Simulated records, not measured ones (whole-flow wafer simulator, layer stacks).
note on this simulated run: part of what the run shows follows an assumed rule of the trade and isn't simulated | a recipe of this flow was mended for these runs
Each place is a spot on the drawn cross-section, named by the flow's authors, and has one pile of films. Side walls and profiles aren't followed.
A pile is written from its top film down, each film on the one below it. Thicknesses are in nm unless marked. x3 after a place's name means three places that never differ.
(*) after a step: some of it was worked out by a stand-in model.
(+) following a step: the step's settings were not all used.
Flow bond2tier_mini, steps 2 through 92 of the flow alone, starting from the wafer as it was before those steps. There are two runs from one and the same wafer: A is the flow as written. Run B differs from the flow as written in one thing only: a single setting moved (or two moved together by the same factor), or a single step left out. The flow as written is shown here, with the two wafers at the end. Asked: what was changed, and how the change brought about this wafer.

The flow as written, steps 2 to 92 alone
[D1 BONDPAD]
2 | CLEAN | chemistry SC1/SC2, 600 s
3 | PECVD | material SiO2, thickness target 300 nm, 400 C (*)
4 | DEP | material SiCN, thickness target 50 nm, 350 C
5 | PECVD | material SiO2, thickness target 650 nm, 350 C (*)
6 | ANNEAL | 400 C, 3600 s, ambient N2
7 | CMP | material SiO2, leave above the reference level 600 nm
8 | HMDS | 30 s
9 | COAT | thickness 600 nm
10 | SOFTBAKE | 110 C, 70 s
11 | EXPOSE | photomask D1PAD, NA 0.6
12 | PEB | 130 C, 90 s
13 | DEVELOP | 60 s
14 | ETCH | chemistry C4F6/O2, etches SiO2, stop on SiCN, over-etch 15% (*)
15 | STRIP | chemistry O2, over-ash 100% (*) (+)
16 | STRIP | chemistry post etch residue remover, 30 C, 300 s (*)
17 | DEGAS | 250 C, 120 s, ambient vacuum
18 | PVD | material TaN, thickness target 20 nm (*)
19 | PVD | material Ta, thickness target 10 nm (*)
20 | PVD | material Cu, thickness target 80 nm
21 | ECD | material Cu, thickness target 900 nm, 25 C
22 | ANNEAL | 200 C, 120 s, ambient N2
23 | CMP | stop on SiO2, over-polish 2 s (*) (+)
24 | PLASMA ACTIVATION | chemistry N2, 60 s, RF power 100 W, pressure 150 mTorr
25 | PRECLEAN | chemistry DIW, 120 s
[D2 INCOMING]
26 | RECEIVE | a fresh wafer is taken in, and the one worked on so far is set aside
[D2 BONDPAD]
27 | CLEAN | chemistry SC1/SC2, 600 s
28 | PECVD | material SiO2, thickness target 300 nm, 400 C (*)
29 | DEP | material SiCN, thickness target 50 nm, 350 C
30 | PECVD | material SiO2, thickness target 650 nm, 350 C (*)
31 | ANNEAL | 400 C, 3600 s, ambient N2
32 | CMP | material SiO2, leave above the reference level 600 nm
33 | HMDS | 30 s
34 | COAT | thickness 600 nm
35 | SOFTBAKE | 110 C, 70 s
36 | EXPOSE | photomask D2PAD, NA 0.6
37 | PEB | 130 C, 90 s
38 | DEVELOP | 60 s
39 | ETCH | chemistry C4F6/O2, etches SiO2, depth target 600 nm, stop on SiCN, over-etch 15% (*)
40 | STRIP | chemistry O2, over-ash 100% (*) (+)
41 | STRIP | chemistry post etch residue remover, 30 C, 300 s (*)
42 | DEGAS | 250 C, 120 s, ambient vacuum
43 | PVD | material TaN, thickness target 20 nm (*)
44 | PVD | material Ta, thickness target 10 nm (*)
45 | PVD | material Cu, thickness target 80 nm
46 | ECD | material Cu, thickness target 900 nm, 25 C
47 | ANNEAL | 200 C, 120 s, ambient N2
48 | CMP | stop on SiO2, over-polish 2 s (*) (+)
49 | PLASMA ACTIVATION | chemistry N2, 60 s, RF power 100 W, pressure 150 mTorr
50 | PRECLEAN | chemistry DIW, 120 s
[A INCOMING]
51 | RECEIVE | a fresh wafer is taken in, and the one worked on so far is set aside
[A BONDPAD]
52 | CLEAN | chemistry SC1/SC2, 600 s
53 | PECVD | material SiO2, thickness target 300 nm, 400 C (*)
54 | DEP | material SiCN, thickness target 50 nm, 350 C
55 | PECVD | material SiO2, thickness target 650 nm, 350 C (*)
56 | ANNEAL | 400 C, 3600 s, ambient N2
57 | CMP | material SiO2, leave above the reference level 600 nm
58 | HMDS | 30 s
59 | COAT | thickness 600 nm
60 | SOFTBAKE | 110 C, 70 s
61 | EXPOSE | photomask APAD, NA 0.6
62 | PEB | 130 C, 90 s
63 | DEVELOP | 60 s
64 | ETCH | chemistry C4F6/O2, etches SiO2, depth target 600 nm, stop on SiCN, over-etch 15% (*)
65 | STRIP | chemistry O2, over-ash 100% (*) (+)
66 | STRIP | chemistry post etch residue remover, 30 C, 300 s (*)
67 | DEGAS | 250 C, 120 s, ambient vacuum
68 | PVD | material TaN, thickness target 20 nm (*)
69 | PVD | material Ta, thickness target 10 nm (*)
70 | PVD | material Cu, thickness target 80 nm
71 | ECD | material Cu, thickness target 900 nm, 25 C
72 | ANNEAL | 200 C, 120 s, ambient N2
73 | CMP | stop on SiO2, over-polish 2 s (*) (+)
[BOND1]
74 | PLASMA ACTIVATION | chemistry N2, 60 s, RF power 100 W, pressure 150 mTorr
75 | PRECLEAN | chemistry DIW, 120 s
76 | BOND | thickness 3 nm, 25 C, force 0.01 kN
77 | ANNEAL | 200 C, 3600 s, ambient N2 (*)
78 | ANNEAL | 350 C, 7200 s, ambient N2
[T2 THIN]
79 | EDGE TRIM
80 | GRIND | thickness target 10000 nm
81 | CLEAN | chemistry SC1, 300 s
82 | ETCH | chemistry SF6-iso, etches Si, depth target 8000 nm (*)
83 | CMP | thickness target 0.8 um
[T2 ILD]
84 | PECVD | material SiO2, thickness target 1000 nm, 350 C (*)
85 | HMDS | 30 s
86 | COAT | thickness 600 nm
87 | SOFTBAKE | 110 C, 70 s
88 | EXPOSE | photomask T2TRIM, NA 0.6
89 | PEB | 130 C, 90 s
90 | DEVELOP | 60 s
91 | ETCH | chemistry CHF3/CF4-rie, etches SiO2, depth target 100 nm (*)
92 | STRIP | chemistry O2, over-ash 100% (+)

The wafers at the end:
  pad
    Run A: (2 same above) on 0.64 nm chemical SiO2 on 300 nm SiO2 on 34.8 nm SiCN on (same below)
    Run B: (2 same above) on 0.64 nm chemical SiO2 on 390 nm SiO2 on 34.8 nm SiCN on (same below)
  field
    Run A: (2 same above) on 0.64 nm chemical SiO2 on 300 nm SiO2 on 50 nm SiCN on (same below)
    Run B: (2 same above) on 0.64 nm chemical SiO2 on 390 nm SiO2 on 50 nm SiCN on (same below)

Cause: step 3, PECVD: thickness target 390 nm was run, though the flow has thickness target 300 nm.
The wafer lets one read it off: pad has SiO2 390, and step 3 as written asks for 300 nm.

Step by step, how the change led to this:
  3 | PECVD | material SiO2, thickness target 300 nm, 400 C (*)
      field, pad, via: A +300 SiO2 (new film) | B +390 SiO2 (new film)
  76 | BOND | thickness 3 nm, 25 C, force 0.01 kN
      field: A +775 um Si (new film), +0.64 chemical SiO2 (new film), +300 SiO2 (new film), +50 SiCN (new film), +600 SiO2 | B +775 um Si (new film), +0.64 chemical SiO2 (new film), +390 SiO2 (new film), +50 SiCN (new film), +600 SiO2
      pad: A +775 um Si (new film), +0.64 chemical SiO2 (new film), +300 SiO2 (new film), +34.8 SiCN (new film), +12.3 TaN (new film), +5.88 Ta (new film), +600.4 Cu | B +775 um Si (new film), +0.64 chemical SiO2 (new film), +390 SiO2 (new film), +34.8 SiCN (new film), +12.3 TaN (new film), +5.88 Ta (new film), +600.4 Cu
      (also at 1 further place)
